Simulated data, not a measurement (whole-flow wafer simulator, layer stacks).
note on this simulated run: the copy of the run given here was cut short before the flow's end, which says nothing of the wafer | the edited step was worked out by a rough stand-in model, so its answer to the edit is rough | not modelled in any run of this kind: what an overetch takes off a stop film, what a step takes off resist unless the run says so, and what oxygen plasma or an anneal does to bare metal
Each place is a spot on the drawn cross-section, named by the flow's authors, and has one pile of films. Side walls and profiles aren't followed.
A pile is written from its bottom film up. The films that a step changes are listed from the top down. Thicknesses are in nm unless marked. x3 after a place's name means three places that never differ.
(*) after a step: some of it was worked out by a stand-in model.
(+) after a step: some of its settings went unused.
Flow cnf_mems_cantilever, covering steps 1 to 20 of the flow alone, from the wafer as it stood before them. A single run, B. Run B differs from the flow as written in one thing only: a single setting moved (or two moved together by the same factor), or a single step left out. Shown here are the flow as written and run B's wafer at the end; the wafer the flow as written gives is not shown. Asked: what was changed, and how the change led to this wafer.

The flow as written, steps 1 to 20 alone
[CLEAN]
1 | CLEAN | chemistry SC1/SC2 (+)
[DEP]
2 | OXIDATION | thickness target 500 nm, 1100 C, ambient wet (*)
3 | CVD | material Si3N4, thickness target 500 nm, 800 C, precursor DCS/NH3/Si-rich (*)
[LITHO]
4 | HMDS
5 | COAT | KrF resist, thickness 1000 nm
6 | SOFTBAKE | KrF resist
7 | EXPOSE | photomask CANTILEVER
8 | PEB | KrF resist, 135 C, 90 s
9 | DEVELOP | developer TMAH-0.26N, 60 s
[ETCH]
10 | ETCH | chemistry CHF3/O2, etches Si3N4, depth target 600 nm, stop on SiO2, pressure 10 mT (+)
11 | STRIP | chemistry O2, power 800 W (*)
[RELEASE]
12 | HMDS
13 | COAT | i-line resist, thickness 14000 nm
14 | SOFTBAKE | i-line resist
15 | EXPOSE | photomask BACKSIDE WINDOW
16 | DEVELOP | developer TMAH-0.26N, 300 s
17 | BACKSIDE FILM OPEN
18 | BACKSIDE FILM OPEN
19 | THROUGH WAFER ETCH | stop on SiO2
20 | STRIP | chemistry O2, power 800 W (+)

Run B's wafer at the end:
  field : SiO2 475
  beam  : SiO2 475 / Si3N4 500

Cause: step 2, OXIDATION: thickness target 475 nm was run, while the flow as written has thickness target 500 nm.
The wafer itself shows it: field has SiO2 475, and step 2 as written asks for 500 nm.

The path from the change to this, step by step:
  2 | OXIDATION | thickness target 500 nm, 1100 C, ambient wet (*)
      field, beam: +475 SiO2 (new film), -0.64 chemical SiO2 (all of it), -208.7 Si (as written it would have been: +500 SiO2 (new film), -0.64 chemical SiO2 (all of it), -219.7 Si)
  19 | THROUGH WAFER ETCH | stop on SiO2
      field: under 1 film: -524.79 um Si (all of it) (as written it would have been: under 1 film: -524.78 um Si (all of it))
      beam: under 2 films: -524.79 um Si (all of it) (as written it would have been: under 2 films: -524.78 um Si (all of it))
